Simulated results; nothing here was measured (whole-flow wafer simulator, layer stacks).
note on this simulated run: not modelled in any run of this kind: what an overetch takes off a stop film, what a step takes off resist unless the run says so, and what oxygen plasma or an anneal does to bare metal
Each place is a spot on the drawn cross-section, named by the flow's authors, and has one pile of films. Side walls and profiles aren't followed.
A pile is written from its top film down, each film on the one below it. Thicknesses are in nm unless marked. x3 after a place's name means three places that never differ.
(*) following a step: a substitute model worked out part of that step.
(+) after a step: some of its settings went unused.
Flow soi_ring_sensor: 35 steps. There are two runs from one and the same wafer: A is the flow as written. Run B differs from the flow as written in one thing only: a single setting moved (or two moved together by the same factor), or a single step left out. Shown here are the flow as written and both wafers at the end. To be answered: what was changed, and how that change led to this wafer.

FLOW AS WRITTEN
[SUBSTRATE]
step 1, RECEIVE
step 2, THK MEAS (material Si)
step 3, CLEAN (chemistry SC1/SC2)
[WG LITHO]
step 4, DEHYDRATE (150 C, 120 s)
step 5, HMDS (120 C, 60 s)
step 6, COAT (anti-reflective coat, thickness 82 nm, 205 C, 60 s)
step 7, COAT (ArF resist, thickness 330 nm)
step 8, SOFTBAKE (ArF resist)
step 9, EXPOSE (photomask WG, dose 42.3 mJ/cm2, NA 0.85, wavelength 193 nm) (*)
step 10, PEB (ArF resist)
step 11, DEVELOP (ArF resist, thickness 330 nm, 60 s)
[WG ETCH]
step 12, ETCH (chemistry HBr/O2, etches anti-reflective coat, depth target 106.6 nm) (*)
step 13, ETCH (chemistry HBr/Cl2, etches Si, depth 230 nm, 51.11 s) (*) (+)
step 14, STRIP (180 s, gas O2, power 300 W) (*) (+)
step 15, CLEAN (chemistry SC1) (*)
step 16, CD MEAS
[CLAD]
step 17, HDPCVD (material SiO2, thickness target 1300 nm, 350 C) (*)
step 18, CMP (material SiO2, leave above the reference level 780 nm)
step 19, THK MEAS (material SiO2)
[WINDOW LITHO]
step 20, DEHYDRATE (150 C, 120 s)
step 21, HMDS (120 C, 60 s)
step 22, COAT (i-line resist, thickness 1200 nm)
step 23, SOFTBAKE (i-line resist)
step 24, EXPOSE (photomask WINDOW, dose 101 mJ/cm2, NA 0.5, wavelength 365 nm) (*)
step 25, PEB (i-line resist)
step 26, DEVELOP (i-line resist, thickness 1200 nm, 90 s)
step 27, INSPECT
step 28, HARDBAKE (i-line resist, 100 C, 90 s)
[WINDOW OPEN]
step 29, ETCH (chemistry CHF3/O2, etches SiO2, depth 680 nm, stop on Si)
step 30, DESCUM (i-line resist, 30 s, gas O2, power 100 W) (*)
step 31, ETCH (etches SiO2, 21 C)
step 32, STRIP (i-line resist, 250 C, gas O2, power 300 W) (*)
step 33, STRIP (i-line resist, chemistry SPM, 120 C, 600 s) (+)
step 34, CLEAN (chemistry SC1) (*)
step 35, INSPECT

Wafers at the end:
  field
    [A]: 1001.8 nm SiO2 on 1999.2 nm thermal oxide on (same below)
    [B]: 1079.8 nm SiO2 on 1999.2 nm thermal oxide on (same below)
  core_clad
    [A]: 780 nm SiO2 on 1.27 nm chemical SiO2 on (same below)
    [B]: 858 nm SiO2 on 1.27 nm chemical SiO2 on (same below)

The reason: step 18, CMP: leave above the reference level 858 nm was run, though the flow has leave above the reference level 780 nm.
One can read it off the wafer: core_clad has SiO2 858, and step 18 as written asks for 780 nm.

The path from the change to this, step by step:
  step 18, CMP (material SiO2, leave above the reference level 780 nm)
      gap, window, field, gap_clad: A -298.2 SiO2 | B -220.2 SiO2
      core, core_clad: A -520 SiO2 | B -442 SiO2
  step 31, ETCH (etches SiO2, 21 C)
      core: A -100 SiO2 (all of it), -1.27 chemical SiO2 (all of it) | B -178 SiO2 (all of it), -1.27 chemical SiO2 (all of it)
